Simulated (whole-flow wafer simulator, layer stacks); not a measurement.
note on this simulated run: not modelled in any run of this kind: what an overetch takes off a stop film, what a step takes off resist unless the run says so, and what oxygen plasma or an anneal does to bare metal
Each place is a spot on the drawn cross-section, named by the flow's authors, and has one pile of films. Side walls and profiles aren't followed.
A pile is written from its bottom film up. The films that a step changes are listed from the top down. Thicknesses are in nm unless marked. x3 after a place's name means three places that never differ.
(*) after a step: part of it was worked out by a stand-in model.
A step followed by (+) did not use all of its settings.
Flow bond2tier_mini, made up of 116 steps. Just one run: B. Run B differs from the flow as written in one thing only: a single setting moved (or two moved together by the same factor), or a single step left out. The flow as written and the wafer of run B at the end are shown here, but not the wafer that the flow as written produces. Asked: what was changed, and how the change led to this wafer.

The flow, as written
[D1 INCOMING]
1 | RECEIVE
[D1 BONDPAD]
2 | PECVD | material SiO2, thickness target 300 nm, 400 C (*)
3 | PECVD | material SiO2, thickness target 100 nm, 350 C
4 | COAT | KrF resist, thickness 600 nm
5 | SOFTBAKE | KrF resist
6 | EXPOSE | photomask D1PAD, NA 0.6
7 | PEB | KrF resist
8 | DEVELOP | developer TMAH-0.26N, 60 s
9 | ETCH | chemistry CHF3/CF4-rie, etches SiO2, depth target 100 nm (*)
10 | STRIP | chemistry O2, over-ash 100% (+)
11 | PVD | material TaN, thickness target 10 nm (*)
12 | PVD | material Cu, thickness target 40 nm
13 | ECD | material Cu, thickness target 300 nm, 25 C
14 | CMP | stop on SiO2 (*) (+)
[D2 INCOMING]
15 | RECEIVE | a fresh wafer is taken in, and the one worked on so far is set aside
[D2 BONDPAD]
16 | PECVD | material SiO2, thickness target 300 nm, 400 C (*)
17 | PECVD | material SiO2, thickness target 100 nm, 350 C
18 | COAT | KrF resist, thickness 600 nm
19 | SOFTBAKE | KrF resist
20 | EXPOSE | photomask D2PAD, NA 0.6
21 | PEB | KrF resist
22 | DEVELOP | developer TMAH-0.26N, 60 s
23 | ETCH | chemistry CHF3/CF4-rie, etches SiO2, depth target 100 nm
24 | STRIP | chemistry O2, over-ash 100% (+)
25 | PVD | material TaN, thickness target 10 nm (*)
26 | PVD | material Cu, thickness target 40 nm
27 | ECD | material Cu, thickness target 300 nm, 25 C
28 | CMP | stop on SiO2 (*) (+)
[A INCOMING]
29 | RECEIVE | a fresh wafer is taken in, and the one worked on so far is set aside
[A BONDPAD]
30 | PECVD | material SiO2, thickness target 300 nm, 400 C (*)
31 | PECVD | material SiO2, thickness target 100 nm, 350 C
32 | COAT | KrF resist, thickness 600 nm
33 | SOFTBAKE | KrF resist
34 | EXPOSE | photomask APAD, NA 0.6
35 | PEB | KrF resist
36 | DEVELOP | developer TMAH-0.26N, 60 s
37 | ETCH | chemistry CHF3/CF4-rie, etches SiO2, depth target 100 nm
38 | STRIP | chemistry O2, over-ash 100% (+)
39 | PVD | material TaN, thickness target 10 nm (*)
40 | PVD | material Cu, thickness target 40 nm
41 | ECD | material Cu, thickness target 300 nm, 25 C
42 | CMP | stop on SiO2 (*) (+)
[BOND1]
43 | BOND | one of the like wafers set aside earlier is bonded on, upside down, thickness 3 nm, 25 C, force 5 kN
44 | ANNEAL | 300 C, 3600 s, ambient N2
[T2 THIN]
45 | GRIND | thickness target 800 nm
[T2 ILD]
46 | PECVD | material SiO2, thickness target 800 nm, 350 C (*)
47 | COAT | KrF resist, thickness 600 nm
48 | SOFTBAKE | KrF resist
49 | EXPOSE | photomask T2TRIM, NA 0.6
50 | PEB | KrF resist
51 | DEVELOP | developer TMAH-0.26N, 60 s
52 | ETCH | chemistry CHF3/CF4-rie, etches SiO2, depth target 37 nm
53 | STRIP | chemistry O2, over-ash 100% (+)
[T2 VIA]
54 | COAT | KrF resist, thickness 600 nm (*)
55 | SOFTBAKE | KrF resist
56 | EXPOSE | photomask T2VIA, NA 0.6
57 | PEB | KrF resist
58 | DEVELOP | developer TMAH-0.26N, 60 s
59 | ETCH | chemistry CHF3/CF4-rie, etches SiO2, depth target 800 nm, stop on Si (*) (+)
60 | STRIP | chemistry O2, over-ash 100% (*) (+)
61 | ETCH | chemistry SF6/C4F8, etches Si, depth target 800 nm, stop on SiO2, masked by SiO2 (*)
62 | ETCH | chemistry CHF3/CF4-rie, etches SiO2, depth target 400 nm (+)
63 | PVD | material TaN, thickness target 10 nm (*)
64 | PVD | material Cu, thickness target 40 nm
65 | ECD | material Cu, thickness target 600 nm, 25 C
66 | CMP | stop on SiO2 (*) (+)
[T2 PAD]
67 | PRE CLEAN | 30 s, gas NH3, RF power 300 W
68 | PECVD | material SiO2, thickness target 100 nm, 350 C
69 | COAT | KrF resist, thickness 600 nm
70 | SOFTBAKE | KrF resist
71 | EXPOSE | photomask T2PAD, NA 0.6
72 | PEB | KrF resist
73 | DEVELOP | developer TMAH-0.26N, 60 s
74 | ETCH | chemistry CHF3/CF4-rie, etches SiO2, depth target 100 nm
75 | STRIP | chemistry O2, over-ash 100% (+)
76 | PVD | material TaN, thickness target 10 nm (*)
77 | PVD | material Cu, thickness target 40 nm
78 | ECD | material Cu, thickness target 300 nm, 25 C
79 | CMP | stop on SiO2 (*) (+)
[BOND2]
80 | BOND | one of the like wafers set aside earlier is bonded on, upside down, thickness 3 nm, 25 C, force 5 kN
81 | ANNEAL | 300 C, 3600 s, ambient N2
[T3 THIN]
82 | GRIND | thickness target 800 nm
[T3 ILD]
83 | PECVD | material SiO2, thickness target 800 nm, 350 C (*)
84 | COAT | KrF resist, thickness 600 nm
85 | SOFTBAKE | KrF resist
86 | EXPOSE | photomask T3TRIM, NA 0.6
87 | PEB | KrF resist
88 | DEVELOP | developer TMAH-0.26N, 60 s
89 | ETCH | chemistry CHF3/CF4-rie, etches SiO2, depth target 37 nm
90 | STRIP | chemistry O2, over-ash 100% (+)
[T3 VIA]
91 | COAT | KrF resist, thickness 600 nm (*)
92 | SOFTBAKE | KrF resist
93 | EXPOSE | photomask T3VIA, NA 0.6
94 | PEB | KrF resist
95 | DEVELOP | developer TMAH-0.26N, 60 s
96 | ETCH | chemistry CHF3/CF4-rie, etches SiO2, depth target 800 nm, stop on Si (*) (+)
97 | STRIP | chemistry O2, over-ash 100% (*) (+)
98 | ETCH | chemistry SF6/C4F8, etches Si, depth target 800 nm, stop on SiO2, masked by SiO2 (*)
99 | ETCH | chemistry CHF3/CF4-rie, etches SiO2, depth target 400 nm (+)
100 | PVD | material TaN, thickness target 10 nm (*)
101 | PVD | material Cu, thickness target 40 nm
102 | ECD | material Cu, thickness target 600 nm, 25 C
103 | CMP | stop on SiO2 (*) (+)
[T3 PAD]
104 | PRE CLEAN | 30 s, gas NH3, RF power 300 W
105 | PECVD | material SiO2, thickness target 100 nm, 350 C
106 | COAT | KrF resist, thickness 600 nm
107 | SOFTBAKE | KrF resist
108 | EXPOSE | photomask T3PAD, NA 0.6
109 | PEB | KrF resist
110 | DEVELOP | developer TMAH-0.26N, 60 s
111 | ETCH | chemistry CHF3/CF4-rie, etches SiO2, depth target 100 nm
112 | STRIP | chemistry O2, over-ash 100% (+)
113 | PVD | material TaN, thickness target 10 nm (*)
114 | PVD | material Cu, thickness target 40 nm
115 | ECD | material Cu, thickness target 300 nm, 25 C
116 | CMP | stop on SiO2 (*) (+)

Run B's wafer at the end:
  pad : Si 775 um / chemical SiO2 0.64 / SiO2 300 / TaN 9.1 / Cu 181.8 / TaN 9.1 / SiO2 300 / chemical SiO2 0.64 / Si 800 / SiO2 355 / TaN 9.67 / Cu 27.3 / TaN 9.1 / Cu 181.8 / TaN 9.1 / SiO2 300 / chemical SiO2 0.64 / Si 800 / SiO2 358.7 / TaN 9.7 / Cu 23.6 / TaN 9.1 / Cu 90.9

The reason: step 89, ETCH: depth target 33.3 nm was run, though the flow has depth target 37 nm.

Step by step, how the change led to this:
  89 | ETCH | chemistry CHF3/CF4-rie, etches SiO2, depth target 37 nm
      field: KrF resist loses 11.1 (in the flow as written it would be: KrF resist loses 12.3)
      pad: SiO2 loses 33.3 (in the flow as written it would be: SiO2 loses 37)
